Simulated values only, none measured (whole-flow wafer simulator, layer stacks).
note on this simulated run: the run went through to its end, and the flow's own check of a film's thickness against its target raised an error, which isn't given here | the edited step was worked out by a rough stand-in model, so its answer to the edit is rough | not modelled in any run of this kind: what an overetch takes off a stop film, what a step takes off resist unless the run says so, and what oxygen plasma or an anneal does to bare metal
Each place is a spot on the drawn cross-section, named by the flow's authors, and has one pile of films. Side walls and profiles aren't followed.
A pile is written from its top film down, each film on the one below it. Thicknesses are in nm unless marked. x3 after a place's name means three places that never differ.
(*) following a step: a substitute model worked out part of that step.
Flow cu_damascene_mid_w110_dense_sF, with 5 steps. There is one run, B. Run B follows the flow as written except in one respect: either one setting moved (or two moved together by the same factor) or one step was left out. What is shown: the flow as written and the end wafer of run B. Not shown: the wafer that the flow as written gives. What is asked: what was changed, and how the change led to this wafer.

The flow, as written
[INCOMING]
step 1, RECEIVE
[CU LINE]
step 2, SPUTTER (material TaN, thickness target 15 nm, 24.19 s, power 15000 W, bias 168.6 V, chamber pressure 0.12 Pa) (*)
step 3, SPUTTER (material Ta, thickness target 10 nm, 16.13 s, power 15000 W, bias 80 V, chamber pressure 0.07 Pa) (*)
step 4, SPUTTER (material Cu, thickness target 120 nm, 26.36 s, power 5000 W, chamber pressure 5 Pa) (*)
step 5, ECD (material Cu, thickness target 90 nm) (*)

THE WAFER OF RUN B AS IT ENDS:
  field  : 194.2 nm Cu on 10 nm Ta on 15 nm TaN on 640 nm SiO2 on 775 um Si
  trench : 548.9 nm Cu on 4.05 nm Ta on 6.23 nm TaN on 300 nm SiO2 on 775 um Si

What caused this: step 5, ECD: thickness target 74.2 nm was run, while the flow as written has thickness target 90 nm.

The path from the change to this, step by step:
  step 5, ECD (material Cu, thickness target 90 nm) (*)
      field: Cu gains 74.2 (in the flow as written it would be: Cu gains 90)
      trench: Cu gains 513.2 (in the flow as written it would be: Cu gains 529)
